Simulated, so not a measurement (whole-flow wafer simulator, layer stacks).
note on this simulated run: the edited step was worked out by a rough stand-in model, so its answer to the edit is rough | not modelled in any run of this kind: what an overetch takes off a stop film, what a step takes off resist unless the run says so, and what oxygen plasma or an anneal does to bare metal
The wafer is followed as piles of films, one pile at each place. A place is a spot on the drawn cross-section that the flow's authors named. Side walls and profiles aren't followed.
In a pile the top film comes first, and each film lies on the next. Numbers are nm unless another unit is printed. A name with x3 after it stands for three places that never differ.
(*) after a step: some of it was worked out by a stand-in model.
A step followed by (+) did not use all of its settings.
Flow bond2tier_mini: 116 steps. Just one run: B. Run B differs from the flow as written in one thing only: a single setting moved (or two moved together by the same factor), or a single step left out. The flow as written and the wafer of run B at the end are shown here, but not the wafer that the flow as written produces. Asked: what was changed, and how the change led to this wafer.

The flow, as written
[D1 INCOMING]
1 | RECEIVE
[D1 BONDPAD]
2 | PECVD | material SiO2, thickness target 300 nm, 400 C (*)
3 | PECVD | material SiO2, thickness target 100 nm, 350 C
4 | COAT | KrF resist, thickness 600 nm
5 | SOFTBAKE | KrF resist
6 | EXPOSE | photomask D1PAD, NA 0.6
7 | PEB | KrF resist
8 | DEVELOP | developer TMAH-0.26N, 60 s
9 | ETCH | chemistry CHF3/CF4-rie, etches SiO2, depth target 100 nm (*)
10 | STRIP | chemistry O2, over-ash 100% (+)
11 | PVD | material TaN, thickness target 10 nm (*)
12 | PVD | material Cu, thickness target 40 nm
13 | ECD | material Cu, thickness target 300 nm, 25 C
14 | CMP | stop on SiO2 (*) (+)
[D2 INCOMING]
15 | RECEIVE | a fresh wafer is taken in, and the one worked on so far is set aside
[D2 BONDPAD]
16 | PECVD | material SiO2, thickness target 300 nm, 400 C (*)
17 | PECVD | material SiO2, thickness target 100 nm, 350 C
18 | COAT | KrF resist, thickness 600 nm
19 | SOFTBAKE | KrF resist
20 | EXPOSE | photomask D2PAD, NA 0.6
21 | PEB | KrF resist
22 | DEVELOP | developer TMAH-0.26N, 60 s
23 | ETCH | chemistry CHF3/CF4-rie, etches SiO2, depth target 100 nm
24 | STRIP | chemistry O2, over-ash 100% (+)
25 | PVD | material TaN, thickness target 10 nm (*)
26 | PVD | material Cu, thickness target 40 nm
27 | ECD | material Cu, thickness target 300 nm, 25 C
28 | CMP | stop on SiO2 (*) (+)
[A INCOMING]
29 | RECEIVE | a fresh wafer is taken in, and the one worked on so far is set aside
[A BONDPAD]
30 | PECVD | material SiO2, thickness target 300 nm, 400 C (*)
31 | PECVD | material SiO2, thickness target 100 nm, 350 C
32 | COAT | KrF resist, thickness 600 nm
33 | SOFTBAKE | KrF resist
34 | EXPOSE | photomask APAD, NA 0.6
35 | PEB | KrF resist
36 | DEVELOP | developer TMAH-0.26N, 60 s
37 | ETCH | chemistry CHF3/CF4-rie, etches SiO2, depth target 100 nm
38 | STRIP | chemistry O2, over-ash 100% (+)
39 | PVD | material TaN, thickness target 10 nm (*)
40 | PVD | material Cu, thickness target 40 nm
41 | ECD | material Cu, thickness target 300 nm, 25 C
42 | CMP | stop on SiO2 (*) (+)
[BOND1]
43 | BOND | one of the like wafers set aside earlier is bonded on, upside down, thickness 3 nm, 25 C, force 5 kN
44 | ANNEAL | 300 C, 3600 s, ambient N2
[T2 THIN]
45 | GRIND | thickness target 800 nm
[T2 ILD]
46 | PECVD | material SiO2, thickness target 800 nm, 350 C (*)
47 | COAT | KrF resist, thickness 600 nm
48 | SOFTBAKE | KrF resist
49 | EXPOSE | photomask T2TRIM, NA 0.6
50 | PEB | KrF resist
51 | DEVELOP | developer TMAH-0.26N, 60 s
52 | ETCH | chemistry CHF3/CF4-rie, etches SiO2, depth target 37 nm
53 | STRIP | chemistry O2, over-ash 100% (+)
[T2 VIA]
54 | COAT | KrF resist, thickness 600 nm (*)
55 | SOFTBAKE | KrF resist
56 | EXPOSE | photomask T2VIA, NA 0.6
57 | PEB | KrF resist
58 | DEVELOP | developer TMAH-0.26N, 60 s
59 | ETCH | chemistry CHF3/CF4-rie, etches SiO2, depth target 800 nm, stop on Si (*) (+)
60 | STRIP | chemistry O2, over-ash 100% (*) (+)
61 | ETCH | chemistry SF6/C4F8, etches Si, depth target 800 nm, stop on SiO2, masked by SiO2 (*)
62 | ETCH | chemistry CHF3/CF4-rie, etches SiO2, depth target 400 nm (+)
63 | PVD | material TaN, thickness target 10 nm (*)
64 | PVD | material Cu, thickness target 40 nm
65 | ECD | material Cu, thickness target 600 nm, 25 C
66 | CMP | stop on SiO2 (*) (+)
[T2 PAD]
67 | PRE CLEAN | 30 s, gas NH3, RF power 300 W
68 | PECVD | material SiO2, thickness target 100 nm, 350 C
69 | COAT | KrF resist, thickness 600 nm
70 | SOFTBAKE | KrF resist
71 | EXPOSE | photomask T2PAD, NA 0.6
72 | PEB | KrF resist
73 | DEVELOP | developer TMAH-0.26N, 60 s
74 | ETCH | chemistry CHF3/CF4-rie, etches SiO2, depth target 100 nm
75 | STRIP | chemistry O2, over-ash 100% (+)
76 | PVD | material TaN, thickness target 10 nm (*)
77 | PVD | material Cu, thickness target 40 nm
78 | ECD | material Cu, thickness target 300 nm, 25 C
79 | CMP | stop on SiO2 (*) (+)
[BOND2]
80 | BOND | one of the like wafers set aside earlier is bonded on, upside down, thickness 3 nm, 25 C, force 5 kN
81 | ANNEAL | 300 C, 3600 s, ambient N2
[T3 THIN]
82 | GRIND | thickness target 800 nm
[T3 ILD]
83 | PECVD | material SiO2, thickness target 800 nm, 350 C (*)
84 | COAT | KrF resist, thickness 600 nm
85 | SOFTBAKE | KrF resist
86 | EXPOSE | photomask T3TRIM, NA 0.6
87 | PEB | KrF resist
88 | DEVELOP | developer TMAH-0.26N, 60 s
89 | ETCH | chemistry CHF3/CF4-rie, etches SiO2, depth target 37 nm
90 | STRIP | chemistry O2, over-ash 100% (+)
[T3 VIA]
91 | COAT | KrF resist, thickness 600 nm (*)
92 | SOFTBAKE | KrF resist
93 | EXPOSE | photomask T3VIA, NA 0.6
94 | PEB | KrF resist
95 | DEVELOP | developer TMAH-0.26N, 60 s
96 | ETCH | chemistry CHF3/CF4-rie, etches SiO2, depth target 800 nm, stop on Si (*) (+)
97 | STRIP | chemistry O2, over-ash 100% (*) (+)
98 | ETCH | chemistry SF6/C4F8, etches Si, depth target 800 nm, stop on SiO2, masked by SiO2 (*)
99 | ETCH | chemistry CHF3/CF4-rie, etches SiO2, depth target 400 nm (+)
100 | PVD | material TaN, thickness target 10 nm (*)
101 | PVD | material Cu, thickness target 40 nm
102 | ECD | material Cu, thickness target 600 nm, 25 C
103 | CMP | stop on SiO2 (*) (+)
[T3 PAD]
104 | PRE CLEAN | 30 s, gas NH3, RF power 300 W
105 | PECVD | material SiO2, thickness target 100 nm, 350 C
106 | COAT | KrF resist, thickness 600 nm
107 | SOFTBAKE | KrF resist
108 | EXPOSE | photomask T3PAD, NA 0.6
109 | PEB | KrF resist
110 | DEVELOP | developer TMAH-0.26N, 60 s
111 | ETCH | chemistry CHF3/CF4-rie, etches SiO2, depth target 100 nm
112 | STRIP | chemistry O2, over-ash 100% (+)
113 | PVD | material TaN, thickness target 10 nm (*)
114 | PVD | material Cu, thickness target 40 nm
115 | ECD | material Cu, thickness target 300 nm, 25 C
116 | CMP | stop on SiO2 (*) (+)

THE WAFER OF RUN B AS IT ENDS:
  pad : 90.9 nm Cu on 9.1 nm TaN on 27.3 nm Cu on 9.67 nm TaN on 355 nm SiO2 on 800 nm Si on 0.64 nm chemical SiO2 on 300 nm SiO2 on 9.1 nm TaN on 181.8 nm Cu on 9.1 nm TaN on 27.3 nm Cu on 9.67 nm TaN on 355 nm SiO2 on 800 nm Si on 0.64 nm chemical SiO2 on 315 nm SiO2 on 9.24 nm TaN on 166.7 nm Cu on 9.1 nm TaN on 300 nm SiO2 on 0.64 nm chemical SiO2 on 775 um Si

The reason: step 9, ETCH: depth target 85 nm was run, though the flow has depth target 100 nm.

The path from the change to this, step by step:
  9 | ETCH | chemistry CHF3/CF4-rie, etches SiO2, depth target 100 nm (*)
      pad, via: -85 SiO2 (as written it would have been: -100 SiO2)
      field: -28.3 KrF resist (as written it would have been: -33.3 KrF resist)
  13 | ECD | material Cu, thickness target 300 nm, 25 C
      pad: +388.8 Cu (as written it would have been: +404.5 Cu)
      via: +385.1 Cu (as written it would have been: +400.2 Cu)
  43 | BOND | one of the like wafers set aside earlier is bonded on, upside down, thickness 3 nm, 25 C, force 5 kN
      pad: +775 um Si (new film), +0.64 chemical SiO2 (new film), +315 SiO2 (new film), +9.24 TaN (new film), +75.8 Cu (as written it would have been: +775 um Si (new film), +0.64 chemical SiO2 (new film), +300 SiO2 (new film), +9.1 TaN (new film), +90.9 Cu)
      via: +775 um Si (new film), +0.64 chemical SiO2 (new film), +315 SiO2 (new film), +9.98 TaN (new film), +75 Cu (as written it would have been: +775 um Si (new film), +0.64 chemical SiO2 (new film), +300 SiO2 (new film), +9.97 TaN (new film), +90 Cu)
